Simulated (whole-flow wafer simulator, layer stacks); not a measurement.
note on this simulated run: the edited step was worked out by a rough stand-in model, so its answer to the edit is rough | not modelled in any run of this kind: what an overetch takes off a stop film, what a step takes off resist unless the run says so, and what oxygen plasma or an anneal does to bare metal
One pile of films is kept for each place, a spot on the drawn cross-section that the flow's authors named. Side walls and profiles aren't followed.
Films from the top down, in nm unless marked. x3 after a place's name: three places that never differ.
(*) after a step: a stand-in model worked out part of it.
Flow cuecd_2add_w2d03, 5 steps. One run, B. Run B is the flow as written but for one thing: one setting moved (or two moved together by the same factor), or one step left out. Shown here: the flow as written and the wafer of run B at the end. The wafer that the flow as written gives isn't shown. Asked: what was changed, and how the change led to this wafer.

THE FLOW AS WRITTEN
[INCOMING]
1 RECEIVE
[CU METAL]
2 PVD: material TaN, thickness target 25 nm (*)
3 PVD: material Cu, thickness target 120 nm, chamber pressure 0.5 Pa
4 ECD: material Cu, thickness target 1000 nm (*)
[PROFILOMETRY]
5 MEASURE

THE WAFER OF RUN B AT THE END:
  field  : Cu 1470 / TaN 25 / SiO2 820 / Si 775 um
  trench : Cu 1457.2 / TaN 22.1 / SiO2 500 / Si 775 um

The cause: step 4, ECD: thickness target 1350 nm was run, where the flow has thickness target 1000 nm.

How the change led to this, step by step:
  4 ECD: material Cu, thickness target 1000 nm (*)
      field, trench: Cu +1350 (as written it would be: Cu +1000)
